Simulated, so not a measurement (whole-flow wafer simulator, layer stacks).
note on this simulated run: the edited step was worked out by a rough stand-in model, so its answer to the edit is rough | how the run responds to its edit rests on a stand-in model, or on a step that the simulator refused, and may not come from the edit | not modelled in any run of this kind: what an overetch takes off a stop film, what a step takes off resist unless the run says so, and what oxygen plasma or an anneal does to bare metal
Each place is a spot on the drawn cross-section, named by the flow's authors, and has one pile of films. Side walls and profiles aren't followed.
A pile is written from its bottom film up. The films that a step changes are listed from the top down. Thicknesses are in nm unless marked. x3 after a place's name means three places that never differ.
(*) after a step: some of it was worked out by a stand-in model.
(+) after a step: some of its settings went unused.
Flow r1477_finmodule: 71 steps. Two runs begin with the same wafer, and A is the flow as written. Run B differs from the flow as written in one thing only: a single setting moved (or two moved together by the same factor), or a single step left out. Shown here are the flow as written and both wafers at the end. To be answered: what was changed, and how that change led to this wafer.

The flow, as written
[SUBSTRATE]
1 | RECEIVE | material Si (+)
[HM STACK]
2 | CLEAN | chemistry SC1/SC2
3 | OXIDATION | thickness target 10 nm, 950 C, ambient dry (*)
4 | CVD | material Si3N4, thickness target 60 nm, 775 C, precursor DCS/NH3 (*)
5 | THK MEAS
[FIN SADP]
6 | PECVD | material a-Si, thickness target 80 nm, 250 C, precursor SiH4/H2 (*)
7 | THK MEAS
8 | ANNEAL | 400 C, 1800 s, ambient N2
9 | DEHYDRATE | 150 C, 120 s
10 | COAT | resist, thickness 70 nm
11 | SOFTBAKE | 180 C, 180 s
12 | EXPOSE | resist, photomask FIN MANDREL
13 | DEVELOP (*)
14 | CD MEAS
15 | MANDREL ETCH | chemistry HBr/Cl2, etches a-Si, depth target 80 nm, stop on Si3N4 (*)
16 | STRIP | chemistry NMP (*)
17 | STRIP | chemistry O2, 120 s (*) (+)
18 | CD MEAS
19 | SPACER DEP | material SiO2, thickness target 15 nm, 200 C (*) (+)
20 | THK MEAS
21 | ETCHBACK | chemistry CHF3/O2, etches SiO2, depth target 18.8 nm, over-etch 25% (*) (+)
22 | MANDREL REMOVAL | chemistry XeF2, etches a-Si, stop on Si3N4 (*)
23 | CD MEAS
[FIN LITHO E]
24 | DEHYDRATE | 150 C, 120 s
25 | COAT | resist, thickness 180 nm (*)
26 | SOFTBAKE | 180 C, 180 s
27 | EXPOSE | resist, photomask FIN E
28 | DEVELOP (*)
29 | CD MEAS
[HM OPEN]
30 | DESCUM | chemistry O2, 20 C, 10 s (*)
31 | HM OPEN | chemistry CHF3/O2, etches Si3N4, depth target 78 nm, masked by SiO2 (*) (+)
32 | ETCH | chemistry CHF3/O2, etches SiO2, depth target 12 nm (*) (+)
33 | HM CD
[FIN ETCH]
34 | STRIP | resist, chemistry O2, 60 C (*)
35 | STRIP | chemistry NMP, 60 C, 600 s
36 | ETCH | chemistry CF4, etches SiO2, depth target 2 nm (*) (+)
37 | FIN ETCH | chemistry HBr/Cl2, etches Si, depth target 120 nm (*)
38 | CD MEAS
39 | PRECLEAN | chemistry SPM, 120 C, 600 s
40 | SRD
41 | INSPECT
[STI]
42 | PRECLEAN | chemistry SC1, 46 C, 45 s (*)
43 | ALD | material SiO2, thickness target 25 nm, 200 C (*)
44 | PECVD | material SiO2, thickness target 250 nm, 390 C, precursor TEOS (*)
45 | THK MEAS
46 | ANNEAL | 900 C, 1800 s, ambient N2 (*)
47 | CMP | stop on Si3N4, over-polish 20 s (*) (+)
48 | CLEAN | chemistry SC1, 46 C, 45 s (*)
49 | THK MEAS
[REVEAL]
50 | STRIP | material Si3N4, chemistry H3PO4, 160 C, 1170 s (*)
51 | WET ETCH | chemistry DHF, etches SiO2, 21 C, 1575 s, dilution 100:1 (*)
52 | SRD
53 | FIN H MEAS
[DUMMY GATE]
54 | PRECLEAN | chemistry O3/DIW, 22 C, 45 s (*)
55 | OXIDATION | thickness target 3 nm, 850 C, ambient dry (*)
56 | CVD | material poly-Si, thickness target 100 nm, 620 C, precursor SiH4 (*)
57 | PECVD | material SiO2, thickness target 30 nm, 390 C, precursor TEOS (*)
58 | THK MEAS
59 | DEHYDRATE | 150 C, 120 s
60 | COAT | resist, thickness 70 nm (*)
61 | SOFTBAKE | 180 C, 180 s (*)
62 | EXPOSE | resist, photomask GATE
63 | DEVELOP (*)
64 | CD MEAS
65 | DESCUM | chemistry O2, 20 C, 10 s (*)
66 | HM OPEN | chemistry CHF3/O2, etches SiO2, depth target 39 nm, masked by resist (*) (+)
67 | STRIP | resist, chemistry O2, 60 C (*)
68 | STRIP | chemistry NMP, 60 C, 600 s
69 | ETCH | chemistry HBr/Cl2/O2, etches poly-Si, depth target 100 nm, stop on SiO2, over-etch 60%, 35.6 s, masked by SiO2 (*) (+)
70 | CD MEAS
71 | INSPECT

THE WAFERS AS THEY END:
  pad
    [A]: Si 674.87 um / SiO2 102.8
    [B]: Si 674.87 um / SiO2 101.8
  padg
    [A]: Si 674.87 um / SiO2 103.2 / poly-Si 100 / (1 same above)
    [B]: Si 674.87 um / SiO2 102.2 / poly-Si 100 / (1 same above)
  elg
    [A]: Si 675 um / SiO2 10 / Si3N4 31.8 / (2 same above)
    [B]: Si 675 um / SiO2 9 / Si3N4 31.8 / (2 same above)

What caused this: step 3, OXIDATION: thickness target 9 nm was run, though the flow has thickness target 10 nm.
The wafer lets one read it off: elg has SiO2 9, and step 3 as written asks for 10 nm.

How this came from the change, step by step:
  3 | OXIDATION | thickness target 10 nm, 950 C, ambient dry (*)
      pad, padg, elg and 33 more: A SiO2 gains 10 (new film), chemical SiO2 loses 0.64 (all of it), Si loses 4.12 | B SiO2 gains 9 (new film), chemical SiO2 loses 0.64 (all of it), Si loses 3.68
  31 | HM OPEN | chemistry CHF3/O2, etches Si3N4, depth target 78 nm, masked by SiO2 (*) (+)
      s40cg, s45cg, s50cg, s40co, s45co, s50co: A Si3N4 loses 60 (all of it), SiO2 loses 9 | B Si3N4 loses 60 (all of it), SiO2 loses 9 (all of it)
      pad, padg, esg and 13 more: A Si3N4 loses 56.4 (all of it), SiO2 loses 10 (all of it) | B Si3N4 loses 56.4 (all of it), SiO2 loses 9 (all of it)
  32 | ETCH | chemistry CHF3/O2, etches SiO2, depth target 12 nm (*) (+)
      s40cg, s40co: A SiO2 loses 1 (all of it), Si loses 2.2 | B Si loses 2.08
      s45cg, s45co: A SiO2 loses 1 (all of it), Si loses 2.2 | B Si loses 2.12
      (and at 2 other places as well)
  51 | WET ETCH | chemistry DHF, etches SiO2, 21 C, 1575 s, dilution 100:1 (*)
      s40sg_line, s45sg_line, s50sg_line, s40so_line, s45so_line, s50so_line: A SiO2 loses 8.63 (all of it) | B SiO2 loses 7.63 (all of it)
  67 | STRIP | resist, chemistry O2, 60 C (*)
      s40sg: A resist loses 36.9 (all of it) | B resist loses 37.9 (all of it)
      s45sg: A resist loses 36.9 (all of it) | B resist loses 37.8 (all of it)
      (and at 1 other place as well)
